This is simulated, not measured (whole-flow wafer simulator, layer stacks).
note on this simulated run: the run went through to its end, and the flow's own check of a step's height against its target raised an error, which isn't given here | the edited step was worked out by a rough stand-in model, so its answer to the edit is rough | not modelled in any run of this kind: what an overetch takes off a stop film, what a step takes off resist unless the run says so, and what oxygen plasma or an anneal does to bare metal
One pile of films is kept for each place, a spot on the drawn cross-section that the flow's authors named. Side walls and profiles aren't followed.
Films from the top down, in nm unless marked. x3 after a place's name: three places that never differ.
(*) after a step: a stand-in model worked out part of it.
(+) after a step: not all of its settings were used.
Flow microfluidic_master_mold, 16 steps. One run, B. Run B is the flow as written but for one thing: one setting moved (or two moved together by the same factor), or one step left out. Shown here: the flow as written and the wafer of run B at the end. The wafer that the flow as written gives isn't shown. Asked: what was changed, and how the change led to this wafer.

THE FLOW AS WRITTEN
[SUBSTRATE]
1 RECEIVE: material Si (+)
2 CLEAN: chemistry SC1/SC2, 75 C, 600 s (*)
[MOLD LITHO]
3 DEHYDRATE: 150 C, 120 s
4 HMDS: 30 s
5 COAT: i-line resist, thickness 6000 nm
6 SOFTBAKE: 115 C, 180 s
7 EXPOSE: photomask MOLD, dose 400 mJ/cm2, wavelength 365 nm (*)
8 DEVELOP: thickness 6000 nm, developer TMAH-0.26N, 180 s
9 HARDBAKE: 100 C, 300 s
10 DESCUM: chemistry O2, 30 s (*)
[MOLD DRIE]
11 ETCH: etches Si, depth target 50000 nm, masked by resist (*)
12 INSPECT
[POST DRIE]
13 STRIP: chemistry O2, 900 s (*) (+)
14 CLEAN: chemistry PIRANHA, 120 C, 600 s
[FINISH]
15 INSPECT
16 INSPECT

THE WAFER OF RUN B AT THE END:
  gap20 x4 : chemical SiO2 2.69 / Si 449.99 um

The cause: step 11, ETCH: depth target 75000 nm was run, where the flow has depth target 50000 nm.

How the change led to this, step by step:
  11 ETCH: etches Si, depth target 50000 nm, masked by resist (*)
      gap20 x4: chemical SiO2 -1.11 (all of it), Si -75 um (as written it would be: chemical SiO2 -1.11 (all of it), Si -50 um)
      ridge: i-line resist -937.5 (as written it would be: i-line resist -625)
  13 STRIP: chemistry O2, 900 s (*) (+)
      ridge: i-line resist -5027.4 (all of it), chemical SiO2 +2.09, Si -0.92 (as written it would be: i-line resist -5339.9 (all of it), chemical SiO2 +2.09, Si -0.92)
